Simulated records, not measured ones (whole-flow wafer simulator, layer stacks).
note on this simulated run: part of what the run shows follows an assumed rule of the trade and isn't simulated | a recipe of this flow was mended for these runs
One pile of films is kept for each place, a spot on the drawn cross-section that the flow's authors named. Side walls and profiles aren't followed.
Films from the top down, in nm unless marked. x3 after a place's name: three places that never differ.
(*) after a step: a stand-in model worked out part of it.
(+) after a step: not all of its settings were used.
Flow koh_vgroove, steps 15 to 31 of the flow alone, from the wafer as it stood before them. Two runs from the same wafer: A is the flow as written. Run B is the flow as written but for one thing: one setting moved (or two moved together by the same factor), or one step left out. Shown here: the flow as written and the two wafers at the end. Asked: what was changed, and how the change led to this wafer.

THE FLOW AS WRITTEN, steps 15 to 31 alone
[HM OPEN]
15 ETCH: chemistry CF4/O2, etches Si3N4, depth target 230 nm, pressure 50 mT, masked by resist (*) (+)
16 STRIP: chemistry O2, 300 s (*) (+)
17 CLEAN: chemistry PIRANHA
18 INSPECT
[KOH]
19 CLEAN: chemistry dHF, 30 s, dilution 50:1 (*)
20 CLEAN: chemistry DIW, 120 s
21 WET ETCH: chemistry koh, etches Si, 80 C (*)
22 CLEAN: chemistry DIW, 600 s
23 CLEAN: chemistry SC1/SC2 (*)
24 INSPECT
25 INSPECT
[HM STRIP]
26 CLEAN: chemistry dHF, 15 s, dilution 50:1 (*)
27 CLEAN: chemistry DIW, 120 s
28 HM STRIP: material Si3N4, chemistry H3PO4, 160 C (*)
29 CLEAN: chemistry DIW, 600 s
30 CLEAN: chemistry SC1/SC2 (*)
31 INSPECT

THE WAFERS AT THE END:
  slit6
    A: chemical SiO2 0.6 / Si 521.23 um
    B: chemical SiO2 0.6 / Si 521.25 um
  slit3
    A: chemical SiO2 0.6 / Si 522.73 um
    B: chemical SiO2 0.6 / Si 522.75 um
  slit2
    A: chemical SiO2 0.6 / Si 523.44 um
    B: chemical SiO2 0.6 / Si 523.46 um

The cause: step 15, ETCH: depth target 212 nm was run, where the flow has depth target 230 nm.

How the change led to this, step by step:
  15 ETCH: chemistry CF4/O2, etches Si3N4, depth target 230 nm, pressure 50 mT, masked by resist (*) (+)
      slit3, slit2, slit6, slit20: A Si3N4 -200 (all of it), chemical SiO2 -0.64 (all of it), Si -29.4 | B Si3N4 -200 (all of it), chemical SiO2 -0.64 (all of it), Si -11.4
      field: A i-line-resist -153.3 | B i-line-resist -141.3
